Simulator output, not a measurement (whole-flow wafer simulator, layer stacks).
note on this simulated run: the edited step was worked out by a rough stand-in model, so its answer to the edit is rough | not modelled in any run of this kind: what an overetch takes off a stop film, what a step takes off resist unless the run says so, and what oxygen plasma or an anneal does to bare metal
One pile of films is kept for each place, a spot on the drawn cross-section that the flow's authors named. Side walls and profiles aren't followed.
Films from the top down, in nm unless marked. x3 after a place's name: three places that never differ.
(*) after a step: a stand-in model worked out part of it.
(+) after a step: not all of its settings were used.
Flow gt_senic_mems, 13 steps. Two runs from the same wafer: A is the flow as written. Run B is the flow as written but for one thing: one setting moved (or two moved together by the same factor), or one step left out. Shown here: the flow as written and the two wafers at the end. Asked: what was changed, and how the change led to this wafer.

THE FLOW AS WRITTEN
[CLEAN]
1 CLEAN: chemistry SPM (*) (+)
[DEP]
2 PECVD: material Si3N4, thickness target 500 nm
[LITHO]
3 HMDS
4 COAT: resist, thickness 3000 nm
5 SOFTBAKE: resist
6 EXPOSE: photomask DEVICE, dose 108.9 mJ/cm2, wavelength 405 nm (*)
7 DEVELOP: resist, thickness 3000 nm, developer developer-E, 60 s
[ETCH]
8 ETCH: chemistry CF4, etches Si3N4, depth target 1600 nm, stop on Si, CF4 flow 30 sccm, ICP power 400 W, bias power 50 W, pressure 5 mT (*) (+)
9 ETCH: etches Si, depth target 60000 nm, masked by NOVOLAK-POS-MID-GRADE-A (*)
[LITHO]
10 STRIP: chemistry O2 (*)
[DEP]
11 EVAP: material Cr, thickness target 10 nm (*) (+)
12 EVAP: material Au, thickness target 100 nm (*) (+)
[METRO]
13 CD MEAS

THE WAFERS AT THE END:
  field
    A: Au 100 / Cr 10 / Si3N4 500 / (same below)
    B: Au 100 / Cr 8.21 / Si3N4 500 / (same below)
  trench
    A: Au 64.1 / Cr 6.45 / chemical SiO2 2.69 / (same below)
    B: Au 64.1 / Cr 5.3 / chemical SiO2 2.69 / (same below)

The cause: step 11, EVAP: thickness target 8.21 nm was run, where the flow has thickness target 10 nm.
It can be read off the wafer: field has Cr 8.21, and step 11 as written asks for 10 nm.

How the change led to this, step by step:
  11 EVAP: material Cr, thickness target 10 nm (*) (+)
      field: A Cr +10 (new film) | B Cr +8.21 (new film)
      trench: A Cr +6.45 (new film) | B Cr +5.3 (new film)
